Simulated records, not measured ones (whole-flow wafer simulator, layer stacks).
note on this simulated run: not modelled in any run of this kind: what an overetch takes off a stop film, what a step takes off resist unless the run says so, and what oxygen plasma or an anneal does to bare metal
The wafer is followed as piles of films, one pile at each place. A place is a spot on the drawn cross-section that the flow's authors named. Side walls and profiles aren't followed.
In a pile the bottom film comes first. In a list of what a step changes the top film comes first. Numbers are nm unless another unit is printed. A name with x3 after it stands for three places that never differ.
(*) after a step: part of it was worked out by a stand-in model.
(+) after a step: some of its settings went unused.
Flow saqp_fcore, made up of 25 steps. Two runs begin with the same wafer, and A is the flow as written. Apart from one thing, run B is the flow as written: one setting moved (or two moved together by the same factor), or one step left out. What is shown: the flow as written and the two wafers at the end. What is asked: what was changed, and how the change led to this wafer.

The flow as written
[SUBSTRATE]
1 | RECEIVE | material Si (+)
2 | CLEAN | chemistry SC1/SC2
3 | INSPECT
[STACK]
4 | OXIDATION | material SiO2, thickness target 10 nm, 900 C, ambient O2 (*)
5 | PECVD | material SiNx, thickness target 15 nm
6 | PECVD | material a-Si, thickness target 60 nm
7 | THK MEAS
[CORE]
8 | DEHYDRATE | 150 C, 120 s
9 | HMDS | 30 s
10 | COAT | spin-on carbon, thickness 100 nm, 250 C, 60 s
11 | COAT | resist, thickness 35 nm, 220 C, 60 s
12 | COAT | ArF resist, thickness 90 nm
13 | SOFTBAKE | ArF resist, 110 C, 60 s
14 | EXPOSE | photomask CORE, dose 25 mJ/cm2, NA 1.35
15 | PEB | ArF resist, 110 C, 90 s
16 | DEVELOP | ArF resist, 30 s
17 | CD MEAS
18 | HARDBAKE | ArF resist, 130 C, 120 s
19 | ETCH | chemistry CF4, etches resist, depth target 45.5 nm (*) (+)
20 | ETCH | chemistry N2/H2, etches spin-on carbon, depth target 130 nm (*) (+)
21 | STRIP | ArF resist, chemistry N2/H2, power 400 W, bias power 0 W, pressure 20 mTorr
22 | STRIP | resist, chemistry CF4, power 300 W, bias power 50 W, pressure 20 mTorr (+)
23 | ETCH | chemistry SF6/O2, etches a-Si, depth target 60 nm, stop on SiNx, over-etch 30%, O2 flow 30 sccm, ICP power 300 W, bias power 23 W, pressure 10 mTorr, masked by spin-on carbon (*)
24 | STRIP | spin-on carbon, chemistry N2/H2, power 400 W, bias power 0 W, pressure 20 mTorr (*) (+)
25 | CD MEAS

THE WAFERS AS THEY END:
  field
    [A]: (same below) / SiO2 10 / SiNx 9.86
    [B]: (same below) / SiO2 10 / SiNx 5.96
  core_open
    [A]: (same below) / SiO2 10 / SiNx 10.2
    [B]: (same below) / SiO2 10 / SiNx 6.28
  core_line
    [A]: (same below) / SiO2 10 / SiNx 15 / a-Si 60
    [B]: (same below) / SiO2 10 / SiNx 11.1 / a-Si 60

What caused this: step 5, PECVD: thickness target 11.1 nm was run, while the flow as written has thickness target 15 nm.
The wafer itself shows it: core_line has SiNx 11.1, and step 5 as written asks for 15 nm.

How this came from the change, step by step:
  5 | PECVD | material SiNx, thickness target 15 nm
      field, core_open, core_line: A +15 SiNx (new film) | B +11.1 SiNx (new film)
